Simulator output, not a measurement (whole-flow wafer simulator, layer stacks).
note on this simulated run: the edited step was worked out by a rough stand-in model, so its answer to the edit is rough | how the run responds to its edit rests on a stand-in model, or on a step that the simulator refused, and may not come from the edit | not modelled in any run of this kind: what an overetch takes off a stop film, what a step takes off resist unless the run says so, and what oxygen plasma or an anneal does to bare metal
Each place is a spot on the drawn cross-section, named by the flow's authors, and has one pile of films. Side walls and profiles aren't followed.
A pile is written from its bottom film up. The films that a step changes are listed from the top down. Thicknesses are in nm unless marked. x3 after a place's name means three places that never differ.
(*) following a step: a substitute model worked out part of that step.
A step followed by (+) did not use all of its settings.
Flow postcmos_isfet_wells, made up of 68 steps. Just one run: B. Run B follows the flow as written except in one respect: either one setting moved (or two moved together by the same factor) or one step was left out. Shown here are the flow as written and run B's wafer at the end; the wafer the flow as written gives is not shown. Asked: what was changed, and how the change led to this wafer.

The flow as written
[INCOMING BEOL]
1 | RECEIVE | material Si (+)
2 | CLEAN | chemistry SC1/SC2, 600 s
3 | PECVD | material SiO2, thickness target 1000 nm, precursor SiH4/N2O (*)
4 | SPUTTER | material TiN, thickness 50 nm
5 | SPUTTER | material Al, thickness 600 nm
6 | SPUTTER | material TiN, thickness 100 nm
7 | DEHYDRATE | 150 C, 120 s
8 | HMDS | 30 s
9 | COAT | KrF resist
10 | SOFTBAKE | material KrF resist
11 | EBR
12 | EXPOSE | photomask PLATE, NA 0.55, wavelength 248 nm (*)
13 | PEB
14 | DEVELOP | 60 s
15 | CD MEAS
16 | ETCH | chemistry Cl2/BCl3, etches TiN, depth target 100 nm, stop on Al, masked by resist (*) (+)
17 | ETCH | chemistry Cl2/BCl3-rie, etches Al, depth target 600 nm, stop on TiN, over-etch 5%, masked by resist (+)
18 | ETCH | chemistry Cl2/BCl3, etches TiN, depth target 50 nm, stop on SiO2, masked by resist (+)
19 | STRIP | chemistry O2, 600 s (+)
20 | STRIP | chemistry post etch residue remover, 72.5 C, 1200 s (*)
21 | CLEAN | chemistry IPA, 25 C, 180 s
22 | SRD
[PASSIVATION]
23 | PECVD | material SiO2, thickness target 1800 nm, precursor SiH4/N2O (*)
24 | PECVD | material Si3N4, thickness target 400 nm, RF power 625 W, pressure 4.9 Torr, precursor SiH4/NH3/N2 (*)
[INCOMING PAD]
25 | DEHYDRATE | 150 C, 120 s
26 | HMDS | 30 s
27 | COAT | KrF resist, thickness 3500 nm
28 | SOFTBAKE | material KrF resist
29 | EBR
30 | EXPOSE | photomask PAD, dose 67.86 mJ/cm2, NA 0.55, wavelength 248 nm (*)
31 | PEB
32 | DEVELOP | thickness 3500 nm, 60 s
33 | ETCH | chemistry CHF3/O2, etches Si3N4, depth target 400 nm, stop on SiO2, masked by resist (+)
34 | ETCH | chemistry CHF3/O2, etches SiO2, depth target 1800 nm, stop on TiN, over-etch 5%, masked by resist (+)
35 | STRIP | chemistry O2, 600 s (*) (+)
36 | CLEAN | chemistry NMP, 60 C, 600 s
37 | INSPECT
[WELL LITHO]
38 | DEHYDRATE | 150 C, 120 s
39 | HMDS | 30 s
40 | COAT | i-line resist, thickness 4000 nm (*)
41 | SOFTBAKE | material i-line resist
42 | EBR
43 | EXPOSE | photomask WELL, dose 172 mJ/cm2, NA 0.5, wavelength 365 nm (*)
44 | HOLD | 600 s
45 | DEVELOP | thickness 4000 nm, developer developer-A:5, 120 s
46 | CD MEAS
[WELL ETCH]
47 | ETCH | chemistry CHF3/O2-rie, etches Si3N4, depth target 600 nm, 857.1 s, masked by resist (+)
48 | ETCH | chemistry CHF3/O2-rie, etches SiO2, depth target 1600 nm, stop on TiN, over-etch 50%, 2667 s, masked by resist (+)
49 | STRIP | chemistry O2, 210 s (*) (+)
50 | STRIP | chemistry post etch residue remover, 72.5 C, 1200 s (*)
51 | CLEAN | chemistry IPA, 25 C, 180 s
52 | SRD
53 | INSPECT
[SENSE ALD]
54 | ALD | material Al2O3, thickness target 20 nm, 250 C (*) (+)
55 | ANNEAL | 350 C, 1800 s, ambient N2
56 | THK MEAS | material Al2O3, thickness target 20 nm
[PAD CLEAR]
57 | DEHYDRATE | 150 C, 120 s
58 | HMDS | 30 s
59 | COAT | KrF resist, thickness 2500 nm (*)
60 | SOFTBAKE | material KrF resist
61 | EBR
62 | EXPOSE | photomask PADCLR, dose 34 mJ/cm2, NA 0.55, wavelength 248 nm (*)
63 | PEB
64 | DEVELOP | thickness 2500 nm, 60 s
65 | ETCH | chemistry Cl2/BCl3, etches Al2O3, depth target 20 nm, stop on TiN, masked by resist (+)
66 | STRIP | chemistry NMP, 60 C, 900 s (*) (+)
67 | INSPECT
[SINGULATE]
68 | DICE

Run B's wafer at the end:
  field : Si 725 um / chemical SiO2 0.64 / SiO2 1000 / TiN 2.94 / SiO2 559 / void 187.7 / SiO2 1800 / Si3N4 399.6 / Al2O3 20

The reason: step 16, ETCH: depth target 95 nm was run, though the flow has depth target 100 nm.

How this came from the change, step by step:
  16 | ETCH | chemistry Cl2/BCl3, etches TiN, depth target 100 nm, stop on Al, masked by resist (*) (+)
      field: TiN loses 95 (as written it would have been: TiN loses 100 (all of it))
      margin, well900, well1300 x3, pad_rim, pad_clr, pad_open: KrF resist loses 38 (as written it would have been: KrF resist loses 40)
  17 | ETCH | chemistry Cl2/BCl3-rie, etches Al, depth target 600 nm, stop on TiN, over-etch 5%, masked by resist (+)
      field: TiN loses 5 (all of it), Al loses 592 (as written it would have been: Al loses 600 (all of it))
  18 | ETCH | chemistry Cl2/BCl3, etches TiN, depth target 50 nm, stop on SiO2, masked by resist (+)
      field: Al loses 8 (all of it), TiN loses 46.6 (as written it would have been: TiN loses 50 (all of it))
  23 | PECVD | material SiO2, thickness target 1800 nm, precursor SiH4/N2O (*)
      field: SiO2 gains 1800 (new film), void gains 187.7 (new film), SiO2 gains 559 (new film) (as written it would have been: SiO2 gains 1800 (new film), void gains 189.9 (new film), SiO2 gains 559.7)
Taking metal films that touch as one body, field has 1 body; the flow as written gives 0 bodies.
